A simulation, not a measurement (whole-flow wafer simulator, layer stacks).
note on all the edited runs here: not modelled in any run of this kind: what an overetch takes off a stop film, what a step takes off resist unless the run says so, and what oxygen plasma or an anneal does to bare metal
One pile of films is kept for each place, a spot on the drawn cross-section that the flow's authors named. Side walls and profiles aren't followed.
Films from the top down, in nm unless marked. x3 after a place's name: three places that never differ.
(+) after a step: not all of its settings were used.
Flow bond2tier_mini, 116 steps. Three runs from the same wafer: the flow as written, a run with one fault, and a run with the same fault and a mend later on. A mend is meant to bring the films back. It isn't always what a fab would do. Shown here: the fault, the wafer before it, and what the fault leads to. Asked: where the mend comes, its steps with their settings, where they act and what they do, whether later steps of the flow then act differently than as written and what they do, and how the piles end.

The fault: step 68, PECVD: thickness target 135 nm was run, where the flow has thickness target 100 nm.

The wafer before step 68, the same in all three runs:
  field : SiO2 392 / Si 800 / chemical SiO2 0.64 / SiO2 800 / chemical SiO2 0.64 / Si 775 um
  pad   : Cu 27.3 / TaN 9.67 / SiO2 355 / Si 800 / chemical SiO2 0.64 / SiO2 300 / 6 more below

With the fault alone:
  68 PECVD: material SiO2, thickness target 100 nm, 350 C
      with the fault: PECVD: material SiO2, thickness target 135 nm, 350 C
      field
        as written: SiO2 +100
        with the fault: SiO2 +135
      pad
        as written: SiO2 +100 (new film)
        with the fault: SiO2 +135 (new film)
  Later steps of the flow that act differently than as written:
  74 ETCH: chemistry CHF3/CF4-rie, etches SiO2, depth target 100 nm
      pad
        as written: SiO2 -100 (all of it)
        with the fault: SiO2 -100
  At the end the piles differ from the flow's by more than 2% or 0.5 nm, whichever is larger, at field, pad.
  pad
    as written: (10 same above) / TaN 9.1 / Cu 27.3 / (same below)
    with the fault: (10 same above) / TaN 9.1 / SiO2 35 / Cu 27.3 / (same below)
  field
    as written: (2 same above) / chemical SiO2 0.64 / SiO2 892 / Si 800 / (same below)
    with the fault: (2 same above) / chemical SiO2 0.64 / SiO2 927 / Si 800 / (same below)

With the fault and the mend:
  The mend comes after step 73.
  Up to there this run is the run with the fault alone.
  73a STRIP: chemistry O2, over-ash 100% (+)
      field
        KrF resist -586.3 (all of it)
  73b ETCH: chemistry CHF3/CF4-rie, etches SiO2, depth target 35 nm (the flow's step 62 once more, with other settings)
      field, pad
        SiO2 -35
  73c COAT: KrF resist, thickness 600 nm (the flow's step 69 once more)
      field, pad
        KrF resist +600 (new film)
  73d SOFTBAKE: KrF resist (the flow's step 70 once more)
      changes no film at any place that is followed
  73e EXPOSE: photomask T2PAD, NA 0.6 (the flow's step 71 once more)
      changes no film at any place that is followed
  73f PEB: KrF resist (the flow's step 72 once more)
      changes no film at any place that is followed
  73g DEVELOP: developer TMAH-0.26N, 60 s (the flow's step 73 once more)
      field
        KrF resist -13.7
      pad
        KrF resist -600 (all of it)
  No later step of the flow acts differently than as written at any place that is followed.
  At the end the piles are the same as the flow's at every place that both follow.
